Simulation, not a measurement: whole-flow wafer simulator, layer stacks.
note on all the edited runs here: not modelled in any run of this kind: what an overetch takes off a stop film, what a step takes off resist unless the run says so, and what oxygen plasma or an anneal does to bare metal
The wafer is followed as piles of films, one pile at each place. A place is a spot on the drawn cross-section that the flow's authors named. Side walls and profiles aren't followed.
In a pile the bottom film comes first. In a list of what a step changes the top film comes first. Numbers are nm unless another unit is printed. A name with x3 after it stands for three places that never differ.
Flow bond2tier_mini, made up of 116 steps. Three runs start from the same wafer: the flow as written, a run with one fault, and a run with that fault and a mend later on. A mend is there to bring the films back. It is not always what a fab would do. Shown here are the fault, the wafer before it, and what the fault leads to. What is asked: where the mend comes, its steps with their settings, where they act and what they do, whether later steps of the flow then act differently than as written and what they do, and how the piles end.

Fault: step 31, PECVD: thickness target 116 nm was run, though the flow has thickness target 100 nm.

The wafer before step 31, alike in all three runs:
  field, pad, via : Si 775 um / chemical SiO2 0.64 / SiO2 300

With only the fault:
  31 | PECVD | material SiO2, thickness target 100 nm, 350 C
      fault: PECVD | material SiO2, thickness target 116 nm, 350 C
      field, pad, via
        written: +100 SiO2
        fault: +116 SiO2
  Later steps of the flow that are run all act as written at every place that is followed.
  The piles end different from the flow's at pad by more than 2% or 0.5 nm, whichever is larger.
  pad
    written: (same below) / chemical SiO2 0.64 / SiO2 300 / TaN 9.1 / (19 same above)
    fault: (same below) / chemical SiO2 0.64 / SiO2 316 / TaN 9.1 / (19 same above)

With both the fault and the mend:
  The mend follows step 31.
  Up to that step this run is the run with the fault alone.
  31a | ETCH | chemistry CHF3/CF4-rie, etches SiO2, depth target 16 nm (the flow's step 9 again, with other settings)
      field, pad, via
        -16 SiO2
  Later steps of the flow that are run all act as written at every place that is followed.
  The piles end the same as the flow's at every place that both follow.
